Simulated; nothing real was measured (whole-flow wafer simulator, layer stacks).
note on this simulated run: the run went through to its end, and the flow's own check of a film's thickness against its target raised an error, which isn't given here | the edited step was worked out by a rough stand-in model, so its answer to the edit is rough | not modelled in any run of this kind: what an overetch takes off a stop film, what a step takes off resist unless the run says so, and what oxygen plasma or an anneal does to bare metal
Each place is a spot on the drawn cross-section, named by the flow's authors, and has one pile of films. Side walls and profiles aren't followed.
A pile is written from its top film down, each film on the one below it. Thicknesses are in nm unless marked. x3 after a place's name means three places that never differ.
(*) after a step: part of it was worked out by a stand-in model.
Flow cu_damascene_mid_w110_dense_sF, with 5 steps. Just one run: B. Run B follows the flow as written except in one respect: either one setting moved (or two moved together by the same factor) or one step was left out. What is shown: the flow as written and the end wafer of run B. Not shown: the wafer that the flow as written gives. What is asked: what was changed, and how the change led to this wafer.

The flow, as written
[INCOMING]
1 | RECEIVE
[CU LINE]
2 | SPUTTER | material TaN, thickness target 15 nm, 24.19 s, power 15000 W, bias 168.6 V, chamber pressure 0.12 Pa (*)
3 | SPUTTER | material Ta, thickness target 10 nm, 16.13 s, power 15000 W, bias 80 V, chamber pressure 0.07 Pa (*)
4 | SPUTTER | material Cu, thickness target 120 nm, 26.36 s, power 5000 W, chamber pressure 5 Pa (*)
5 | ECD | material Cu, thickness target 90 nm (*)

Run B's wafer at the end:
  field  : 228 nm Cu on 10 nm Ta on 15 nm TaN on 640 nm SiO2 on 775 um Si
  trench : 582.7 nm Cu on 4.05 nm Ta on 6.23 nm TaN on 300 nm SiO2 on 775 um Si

Cause: step 5, ECD: thickness target 108 nm was run, while the flow as written has thickness target 90 nm.

Step by step, how the change led to this:
  5 | ECD | material Cu, thickness target 90 nm (*)
      field: Cu gains 108 (as written it would have been: Cu gains 90)
      trench: Cu gains 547 (as written it would have been: Cu gains 529)
